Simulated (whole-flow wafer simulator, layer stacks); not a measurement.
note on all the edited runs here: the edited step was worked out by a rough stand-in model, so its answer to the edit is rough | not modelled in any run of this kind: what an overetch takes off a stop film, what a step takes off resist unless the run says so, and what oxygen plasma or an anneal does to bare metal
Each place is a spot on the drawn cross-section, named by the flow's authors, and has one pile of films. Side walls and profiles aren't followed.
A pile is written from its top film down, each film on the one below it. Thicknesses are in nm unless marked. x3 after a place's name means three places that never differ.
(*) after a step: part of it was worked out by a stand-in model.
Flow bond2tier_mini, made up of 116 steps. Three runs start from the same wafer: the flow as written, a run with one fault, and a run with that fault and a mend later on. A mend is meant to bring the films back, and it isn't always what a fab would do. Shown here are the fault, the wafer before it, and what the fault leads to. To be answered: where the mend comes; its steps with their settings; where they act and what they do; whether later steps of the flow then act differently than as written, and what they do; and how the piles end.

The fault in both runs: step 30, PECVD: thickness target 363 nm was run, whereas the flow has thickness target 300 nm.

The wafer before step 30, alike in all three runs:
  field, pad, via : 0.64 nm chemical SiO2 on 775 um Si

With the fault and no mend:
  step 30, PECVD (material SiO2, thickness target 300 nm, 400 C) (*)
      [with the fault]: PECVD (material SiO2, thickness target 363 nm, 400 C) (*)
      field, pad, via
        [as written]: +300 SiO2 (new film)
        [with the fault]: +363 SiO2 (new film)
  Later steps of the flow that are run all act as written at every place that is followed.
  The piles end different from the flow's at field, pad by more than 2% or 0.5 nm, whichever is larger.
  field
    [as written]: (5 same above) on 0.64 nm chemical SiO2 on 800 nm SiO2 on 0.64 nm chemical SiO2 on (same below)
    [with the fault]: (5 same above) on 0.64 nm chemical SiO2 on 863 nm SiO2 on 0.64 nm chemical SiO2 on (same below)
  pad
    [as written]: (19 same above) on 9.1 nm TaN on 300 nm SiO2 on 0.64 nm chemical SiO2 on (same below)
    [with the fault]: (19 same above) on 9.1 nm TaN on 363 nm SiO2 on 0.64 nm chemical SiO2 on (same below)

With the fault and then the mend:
  The mend follows step 30.
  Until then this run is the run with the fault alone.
  step 30a, ETCH (chemistry CHF3/CF4-rie, etches SiO2, depth target 63 nm) (the flow's step 9, run once more with other settings)
      field, pad, via
        -63 SiO2
  Later steps of the flow that are run all act as written at every place that is followed.
  The piles end the same as the flow's at every place that both follow.
